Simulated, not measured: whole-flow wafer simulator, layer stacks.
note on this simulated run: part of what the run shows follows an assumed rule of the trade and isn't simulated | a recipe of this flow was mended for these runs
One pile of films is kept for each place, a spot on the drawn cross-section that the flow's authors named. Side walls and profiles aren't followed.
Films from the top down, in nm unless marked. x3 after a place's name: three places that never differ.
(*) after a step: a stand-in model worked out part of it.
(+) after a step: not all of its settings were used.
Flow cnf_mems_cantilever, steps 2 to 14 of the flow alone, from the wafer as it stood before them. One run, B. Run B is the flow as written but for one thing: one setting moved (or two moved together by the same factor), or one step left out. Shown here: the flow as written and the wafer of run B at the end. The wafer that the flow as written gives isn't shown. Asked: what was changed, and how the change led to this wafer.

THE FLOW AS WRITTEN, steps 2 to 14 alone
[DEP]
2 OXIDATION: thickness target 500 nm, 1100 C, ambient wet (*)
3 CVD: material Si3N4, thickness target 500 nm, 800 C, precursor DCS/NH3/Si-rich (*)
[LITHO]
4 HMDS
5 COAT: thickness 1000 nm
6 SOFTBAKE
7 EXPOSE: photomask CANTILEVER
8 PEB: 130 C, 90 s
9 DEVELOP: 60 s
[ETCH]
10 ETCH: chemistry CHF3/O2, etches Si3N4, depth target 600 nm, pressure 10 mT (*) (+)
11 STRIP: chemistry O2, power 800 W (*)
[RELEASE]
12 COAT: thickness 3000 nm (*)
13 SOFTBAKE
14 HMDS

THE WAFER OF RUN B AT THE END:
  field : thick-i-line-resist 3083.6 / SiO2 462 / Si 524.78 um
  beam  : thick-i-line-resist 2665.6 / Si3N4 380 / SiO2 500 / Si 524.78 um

The cause: step 3, CVD: thickness target 380 nm was run, where the flow has thickness target 500 nm; step 10, ETCH: depth target 456 nm was run, where the flow has depth target 600 nm.
It can be read off the wafer: beam has Si3N4 380, and step 3 as written asks for 500 nm.

How the change led to this, step by step:
  3 CVD: material Si3N4, thickness target 500 nm, 800 C, precursor DCS/NH3/Si-rich (*)
      field, beam: Si3N4 +380 (new film) (as written it would be: Si3N4 +500 (new film))
  10 ETCH: chemistry CHF3/O2, etches Si3N4, depth target 600 nm, pressure 10 mT (*) (+)
      field: Si3N4 -380 (all of it), SiO2 -38 (as written it would be: Si3N4 -500 (all of it), SiO2 -50)
      beam: KrF-resist -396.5 (as written it would be: KrF-resist -521.7)
  11 STRIP: chemistry O2, power 800 W (*)
      beam: KrF-resist -586.1 (all of it) (as written it would be: KrF-resist -460.9 (all of it))
  12 COAT: thickness 3000 nm (*)
      beam: thick-i-line-resist +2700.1 (new film) (as written it would be: thick-i-line-resist +2607.6 (new film))
  13 SOFTBAKE
      field: thick-i-line-resist +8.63 (as written it would be: thick-i-line-resist +11.9)
      beam: thick-i-line-resist -34.5 (as written it would be: thick-i-line-resist -47.6)
